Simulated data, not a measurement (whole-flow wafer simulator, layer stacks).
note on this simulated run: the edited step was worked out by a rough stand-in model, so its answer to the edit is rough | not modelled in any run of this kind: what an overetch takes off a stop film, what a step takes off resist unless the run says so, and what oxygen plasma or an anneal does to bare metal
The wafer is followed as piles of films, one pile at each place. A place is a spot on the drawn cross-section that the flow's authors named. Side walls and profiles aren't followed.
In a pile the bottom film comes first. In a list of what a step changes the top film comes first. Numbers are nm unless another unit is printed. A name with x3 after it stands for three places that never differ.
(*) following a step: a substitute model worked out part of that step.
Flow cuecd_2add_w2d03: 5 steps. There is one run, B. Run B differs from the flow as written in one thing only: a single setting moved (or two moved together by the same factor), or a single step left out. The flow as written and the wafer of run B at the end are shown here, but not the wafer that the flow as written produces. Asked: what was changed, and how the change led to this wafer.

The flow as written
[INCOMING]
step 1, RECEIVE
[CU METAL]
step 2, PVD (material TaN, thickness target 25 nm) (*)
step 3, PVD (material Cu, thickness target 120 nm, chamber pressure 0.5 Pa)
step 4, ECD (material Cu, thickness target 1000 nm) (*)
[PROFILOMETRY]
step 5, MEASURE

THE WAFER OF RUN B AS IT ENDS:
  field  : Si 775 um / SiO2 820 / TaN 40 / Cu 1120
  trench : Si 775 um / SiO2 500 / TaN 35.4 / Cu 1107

What caused this: step 2, PVD: thickness target 40 nm was run, while the flow as written has thickness target 25 nm.
The wafer lets one read it off: field has TaN 40, and step 2 as written asks for 25 nm.

Step by step, how the change led to this:
  step 2, PVD (material TaN, thickness target 25 nm) (*)
      field: +40 TaN (new film) (as written it would have been: +25 TaN (new film))
      trench: +35.4 TaN (new film) (as written it would have been: +22.1 TaN (new film))
